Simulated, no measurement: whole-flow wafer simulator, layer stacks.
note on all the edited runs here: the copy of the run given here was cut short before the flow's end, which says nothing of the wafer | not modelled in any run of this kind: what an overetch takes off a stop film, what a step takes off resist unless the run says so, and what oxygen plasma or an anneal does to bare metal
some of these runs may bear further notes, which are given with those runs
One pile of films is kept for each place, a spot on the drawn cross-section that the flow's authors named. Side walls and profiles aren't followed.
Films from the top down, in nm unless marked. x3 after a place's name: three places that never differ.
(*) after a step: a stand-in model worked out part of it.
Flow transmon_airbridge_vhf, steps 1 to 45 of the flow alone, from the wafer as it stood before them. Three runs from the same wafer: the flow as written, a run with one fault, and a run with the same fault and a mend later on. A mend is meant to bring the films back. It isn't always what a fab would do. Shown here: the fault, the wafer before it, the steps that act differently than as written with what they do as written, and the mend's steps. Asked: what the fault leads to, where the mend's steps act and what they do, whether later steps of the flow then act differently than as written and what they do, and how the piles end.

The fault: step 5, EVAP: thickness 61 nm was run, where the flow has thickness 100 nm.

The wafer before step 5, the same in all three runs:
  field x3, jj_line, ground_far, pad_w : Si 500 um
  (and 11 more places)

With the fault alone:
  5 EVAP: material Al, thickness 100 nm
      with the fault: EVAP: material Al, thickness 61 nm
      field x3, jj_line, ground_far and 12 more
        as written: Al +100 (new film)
        with the fault: Al +61 (new film)
  Later steps of the flow that act differently than as written (15 more steps differ only slightly, by at most 2% or 0.5 nm, whichever is larger, and aren't shown):
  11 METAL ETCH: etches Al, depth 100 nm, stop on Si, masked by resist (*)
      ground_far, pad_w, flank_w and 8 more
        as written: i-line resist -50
        with the fault: i-line resist -45.8
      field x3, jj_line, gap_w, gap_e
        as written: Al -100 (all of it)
        with the fault: Al -61 (all of it)
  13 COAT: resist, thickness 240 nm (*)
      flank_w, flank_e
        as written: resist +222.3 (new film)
        with the fault: resist +228.7 (new film)
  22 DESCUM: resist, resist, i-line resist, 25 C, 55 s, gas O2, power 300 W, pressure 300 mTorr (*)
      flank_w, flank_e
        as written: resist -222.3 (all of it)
        with the fault: resist -228.7 (all of it)
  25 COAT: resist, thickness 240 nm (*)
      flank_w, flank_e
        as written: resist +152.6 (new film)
        with the fault: resist +157 (new film)
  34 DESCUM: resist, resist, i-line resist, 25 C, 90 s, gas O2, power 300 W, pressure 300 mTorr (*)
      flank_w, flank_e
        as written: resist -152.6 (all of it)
        with the fault: resist -157 (all of it)
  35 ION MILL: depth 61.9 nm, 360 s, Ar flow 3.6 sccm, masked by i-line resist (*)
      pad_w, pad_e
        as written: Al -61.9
        with the fault: Al -61 (all of it), Si -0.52
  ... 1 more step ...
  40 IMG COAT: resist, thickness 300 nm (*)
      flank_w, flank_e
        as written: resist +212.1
        with the fault: resist +218.2
  At the end the piles differ from the flow's by more than 2% or 0.5 nm, whichever is larger, at ground_far, pad_w, flank_w and 8 more.
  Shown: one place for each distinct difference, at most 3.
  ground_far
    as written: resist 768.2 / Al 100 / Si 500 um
    with the fault: resist 768.2 / Al 61 / Si 500 um
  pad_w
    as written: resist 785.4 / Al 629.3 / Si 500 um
    with the fault: resist 786.1 / Al 591.2 / Si 500 um
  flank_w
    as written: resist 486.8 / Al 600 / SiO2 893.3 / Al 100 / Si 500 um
    with the fault: resist 492.1 / Al 600 / SiO2 893.1 / Al 61 / Si 500 um

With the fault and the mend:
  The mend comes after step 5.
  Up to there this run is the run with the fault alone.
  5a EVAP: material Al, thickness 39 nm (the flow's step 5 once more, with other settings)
      field x3, jj_line, ground_far and 12 more
        Al +39
  No later step of the flow acts differently than as written at any place that is followed.
  At the end the piles are the same as the flow's at every place that both follow.
